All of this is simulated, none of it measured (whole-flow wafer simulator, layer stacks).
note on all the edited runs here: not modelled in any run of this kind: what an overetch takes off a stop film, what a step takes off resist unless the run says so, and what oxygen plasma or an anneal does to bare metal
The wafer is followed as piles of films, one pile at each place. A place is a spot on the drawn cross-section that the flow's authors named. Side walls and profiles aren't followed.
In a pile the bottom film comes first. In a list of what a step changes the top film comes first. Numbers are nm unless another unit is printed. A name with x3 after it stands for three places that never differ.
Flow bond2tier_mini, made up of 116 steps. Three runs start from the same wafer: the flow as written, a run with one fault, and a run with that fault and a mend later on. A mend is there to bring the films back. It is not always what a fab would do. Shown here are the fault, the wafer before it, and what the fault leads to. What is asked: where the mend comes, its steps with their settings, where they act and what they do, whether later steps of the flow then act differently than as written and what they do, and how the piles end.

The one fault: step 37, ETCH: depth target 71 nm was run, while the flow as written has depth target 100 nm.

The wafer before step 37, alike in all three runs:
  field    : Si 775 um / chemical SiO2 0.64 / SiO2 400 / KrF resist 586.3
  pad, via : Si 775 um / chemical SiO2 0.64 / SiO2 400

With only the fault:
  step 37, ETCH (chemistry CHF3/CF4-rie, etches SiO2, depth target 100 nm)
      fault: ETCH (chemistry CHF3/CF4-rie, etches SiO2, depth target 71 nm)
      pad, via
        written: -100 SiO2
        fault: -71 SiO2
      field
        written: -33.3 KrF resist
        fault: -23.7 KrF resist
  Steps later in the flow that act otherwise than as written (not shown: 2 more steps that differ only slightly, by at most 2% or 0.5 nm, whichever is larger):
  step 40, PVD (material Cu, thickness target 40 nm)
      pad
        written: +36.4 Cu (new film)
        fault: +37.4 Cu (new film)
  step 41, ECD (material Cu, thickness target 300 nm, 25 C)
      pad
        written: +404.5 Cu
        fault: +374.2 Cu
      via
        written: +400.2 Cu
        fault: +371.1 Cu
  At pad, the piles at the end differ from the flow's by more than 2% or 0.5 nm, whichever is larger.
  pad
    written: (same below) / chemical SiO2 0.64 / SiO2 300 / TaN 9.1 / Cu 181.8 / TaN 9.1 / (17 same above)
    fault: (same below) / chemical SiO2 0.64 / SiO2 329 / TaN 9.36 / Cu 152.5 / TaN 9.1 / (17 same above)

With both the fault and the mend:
  The mend follows step 37.
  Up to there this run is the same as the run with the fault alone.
  step 37a, ETCH (chemistry CHF3/CF4-rie, etches SiO2, depth target 29 nm) (a further turn of the flow's step 37, with different settings)
      pad, via
        -29 SiO2
      field
        -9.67 KrF resist
  Every later step of the flow that is run acts as written at every place that is followed.
  At every place that both follow, the piles at the end match the flow's.
